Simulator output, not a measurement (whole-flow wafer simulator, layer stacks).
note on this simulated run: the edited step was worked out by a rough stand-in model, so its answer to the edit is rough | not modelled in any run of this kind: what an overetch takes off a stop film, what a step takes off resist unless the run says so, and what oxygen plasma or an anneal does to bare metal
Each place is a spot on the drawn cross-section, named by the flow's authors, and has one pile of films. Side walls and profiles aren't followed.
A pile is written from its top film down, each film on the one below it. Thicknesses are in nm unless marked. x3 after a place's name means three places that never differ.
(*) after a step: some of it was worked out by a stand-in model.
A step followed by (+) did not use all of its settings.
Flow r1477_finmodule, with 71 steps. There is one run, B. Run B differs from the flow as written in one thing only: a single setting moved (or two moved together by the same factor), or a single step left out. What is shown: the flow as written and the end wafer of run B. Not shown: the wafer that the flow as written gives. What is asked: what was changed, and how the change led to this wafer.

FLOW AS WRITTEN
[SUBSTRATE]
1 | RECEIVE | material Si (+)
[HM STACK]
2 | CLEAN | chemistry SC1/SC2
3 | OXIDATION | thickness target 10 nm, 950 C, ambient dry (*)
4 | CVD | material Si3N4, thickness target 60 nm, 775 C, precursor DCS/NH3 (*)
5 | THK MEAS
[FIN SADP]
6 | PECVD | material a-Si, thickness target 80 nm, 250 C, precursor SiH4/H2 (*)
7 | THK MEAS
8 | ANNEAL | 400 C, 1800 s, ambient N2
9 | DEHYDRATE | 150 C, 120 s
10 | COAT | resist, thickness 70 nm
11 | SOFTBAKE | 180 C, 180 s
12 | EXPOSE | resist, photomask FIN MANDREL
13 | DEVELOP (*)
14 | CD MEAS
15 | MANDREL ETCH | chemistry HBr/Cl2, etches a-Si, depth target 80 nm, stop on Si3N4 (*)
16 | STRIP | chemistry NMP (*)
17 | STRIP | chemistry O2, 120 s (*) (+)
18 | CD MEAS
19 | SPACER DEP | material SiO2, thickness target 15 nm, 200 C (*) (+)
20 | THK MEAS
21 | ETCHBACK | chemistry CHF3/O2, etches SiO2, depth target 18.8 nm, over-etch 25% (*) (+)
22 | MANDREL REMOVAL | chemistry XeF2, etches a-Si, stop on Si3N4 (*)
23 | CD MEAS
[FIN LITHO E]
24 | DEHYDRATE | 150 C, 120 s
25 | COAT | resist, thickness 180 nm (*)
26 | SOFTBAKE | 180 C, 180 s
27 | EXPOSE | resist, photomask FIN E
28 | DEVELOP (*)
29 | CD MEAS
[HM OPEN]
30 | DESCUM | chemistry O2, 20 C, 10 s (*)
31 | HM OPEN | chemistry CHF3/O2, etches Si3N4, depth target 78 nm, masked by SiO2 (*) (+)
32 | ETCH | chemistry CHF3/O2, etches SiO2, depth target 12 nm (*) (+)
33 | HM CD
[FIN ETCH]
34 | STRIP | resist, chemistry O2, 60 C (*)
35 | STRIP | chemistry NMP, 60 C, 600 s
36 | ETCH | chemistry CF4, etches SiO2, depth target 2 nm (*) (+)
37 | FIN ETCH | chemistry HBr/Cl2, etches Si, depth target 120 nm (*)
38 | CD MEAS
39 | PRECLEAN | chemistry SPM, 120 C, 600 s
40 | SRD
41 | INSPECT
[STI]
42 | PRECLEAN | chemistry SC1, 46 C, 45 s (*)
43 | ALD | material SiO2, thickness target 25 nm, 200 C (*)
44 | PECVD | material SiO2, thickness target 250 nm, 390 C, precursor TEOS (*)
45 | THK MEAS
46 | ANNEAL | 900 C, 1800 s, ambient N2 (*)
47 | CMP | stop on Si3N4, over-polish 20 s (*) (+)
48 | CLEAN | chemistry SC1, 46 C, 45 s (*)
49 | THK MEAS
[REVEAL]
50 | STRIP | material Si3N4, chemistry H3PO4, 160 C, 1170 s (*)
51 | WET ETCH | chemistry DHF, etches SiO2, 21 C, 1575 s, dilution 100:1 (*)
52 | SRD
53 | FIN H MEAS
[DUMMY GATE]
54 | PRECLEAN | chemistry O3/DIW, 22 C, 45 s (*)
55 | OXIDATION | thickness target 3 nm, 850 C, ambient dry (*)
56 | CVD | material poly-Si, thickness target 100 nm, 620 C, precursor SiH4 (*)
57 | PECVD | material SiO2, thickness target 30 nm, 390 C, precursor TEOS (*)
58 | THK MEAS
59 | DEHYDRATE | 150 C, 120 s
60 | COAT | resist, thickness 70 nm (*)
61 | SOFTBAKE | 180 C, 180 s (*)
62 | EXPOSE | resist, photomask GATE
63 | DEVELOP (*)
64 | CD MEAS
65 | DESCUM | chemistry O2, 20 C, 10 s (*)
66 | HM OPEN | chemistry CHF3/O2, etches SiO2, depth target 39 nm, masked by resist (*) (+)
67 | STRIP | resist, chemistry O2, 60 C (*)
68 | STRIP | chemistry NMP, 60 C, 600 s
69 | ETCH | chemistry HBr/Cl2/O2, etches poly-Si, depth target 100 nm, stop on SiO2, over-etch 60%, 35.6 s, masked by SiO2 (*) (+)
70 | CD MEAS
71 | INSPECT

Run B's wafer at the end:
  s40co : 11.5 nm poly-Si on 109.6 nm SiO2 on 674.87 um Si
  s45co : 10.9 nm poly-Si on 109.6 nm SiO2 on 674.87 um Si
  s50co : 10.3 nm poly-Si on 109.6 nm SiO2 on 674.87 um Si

The reason: step 69, ETCH: depth target 62.5 nm was run, while the flow as written has depth target 100 nm.

Step by step, how the change led to this:
  69 | ETCH | chemistry HBr/Cl2/O2, etches poly-Si, depth target 100 nm, stop on SiO2, over-etch 60%, 35.6 s, masked by SiO2 (*) (+)
      s40co: -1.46 chemical SiO2 (all of it), -100 poly-Si (it would be, as written: -1.46 chemical SiO2 (all of it), -111.5 poly-Si (all of it), -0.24 SiO2)
      s45co: -1.46 chemical SiO2 (all of it), -100 poly-Si (it would be, as written: -1.46 chemical SiO2 (all of it), -110.9 poly-Si (all of it), -0.25 SiO2)
      (as well as at 19 more places)
